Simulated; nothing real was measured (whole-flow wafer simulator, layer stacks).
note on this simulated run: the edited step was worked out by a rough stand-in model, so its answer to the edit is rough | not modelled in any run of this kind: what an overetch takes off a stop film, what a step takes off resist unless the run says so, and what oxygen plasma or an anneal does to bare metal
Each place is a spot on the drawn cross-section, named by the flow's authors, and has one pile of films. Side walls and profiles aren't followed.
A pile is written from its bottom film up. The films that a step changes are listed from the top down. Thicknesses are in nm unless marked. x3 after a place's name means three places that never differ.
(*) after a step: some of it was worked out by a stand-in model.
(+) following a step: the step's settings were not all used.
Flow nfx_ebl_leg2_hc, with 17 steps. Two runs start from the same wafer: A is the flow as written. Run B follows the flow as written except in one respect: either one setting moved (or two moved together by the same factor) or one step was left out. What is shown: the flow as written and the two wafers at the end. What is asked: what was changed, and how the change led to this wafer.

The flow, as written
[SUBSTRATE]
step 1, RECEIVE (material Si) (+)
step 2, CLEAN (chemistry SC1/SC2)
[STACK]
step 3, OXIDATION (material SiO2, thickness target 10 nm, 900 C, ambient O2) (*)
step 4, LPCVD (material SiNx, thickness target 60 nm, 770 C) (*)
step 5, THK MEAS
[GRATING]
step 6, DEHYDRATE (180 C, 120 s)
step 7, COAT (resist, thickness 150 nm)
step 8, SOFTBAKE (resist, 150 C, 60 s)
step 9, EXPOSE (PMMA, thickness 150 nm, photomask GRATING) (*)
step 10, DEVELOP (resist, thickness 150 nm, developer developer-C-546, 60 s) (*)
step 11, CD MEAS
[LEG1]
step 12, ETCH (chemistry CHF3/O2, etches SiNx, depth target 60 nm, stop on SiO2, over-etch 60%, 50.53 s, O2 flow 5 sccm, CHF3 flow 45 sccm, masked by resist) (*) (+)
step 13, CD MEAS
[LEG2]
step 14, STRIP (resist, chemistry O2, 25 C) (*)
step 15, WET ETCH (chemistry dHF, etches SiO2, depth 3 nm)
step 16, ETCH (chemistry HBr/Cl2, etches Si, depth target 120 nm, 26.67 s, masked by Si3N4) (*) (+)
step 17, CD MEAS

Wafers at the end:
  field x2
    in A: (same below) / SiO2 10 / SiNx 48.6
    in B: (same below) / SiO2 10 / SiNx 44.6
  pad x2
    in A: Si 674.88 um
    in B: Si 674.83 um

What caused this: step 16, ETCH: depth target 162 nm was run, though the flow has depth target 120 nm; step 16, ETCH: 36 s was run, where the flow has 26.67 s.

How this came from the change, step by step:
  step 16, ETCH (chemistry HBr/Cl2, etches Si, depth target 120 nm, 26.67 s, masked by Si3N4) (*) (+)
      field x2: A -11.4 SiNx | B -15.4 SiNx
      pad x2: A -120 Si | B -162 Si
